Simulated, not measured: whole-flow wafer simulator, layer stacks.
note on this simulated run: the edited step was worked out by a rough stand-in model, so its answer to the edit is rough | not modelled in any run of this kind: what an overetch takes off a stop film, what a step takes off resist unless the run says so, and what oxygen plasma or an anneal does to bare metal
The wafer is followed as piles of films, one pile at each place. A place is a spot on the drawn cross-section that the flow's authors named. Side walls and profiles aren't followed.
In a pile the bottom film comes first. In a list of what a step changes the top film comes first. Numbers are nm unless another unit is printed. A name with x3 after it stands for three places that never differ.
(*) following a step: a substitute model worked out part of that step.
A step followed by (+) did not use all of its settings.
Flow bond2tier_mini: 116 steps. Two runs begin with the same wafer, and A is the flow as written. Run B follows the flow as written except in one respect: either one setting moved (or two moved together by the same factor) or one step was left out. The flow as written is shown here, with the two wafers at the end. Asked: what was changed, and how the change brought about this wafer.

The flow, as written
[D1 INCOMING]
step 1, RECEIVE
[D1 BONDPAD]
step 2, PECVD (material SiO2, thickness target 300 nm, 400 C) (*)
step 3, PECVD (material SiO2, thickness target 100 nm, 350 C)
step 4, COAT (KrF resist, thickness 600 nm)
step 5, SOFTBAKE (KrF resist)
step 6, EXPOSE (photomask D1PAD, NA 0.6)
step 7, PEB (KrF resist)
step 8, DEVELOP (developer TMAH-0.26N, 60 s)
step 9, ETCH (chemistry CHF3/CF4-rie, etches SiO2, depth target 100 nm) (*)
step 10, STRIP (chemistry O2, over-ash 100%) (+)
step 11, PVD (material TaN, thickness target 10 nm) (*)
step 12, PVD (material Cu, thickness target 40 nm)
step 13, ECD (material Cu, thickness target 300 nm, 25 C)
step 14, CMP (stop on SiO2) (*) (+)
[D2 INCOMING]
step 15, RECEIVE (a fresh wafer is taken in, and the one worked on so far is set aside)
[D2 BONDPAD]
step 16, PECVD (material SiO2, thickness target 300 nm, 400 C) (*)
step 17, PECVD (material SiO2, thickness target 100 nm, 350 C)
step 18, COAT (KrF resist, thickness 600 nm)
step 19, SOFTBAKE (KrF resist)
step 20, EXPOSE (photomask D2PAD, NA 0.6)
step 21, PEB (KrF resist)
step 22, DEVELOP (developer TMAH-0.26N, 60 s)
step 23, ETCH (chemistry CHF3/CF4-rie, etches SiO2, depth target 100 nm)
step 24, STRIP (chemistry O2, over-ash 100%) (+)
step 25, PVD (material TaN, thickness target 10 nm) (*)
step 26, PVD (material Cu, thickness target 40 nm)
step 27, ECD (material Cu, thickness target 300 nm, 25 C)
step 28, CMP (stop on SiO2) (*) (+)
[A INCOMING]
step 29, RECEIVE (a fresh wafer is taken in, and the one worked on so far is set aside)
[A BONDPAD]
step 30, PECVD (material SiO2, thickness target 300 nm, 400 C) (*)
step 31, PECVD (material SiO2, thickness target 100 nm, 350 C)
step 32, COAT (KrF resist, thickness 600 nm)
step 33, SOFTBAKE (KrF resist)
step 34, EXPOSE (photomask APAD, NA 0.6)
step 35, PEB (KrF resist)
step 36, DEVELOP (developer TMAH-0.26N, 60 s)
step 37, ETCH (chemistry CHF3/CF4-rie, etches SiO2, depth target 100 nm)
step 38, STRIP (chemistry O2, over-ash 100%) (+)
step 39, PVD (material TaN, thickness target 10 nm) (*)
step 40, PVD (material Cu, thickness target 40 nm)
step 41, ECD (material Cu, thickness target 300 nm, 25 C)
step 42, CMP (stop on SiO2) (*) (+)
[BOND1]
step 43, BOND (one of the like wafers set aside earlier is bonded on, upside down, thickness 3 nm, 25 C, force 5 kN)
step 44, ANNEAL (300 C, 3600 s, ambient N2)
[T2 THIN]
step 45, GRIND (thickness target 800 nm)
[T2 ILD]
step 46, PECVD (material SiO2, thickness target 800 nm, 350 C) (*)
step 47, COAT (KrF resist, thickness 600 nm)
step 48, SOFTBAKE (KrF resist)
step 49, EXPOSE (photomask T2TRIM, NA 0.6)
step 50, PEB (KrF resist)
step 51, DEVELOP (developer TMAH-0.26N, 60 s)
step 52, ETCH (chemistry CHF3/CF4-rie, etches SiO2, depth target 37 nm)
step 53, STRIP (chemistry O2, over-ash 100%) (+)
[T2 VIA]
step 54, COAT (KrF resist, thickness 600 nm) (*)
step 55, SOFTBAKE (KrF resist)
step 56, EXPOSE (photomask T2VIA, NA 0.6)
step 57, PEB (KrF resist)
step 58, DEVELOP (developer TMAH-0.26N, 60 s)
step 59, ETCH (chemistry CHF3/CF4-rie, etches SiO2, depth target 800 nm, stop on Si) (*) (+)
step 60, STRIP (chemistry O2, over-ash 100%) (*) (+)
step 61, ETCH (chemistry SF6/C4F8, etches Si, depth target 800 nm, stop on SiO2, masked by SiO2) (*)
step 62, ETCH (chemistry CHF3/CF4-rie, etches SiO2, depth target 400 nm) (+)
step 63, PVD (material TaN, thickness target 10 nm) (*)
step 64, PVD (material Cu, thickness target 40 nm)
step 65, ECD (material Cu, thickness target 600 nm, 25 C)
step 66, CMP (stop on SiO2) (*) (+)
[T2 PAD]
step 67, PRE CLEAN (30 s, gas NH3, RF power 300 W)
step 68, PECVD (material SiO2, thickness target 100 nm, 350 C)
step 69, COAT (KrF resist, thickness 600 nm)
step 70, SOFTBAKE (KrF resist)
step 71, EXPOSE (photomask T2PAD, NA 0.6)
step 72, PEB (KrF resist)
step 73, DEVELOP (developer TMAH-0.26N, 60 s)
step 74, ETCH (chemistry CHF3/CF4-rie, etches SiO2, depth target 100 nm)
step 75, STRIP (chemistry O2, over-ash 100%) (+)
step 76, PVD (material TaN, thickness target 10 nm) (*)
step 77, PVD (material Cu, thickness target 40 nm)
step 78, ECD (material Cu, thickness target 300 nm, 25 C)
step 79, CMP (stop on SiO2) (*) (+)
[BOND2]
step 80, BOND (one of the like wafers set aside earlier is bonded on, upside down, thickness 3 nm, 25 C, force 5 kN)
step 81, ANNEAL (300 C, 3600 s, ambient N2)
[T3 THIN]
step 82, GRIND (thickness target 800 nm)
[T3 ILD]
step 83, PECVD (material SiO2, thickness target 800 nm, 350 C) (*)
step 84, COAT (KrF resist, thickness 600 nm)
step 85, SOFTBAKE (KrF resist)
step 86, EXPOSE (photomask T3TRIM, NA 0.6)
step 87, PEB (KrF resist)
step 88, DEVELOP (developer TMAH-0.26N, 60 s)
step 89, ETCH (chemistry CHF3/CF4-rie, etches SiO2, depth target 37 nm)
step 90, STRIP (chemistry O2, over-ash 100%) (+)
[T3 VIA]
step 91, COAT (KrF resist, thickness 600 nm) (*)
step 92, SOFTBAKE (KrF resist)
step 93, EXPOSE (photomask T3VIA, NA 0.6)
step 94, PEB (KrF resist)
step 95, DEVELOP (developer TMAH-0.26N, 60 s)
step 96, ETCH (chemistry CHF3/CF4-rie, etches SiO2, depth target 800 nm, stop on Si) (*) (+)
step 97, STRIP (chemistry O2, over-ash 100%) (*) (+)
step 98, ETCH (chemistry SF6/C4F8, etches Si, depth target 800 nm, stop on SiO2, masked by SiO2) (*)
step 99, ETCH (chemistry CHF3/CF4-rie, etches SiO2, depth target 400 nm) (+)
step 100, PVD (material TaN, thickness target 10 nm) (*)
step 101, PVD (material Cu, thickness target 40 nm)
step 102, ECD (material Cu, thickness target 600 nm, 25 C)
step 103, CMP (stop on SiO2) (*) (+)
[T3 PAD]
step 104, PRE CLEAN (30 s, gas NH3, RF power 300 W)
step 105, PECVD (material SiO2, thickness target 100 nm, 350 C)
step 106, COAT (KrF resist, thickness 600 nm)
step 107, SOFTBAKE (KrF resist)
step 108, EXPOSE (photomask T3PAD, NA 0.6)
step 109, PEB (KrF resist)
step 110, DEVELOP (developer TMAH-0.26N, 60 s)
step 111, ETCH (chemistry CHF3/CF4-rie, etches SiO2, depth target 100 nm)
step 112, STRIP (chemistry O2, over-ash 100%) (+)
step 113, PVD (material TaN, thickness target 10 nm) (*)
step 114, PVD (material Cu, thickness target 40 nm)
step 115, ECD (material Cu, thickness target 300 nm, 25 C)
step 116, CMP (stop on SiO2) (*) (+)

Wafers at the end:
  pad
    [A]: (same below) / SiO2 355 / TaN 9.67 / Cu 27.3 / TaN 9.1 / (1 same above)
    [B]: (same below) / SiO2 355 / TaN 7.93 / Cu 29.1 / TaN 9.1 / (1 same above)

Cause: step 100, PVD: thickness target 8.2 nm was run, while the flow as written has thickness target 10 nm.

How this came from the change, step by step:
  step 100, PVD (material TaN, thickness target 10 nm) (*)
      field: A TaN gains 10 (new film) | B TaN gains 8.2 (new film)
      pad: A TaN gains 9.67 (new film) | B TaN gains 7.93 (new film)
  step 103, CMP (stop on SiO2) (*) (+)
      field: A Cu loses 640 (all of it), TaN loses 10 (all of it) | B Cu loses 640 (all of it), TaN loses 8.2 (all of it)
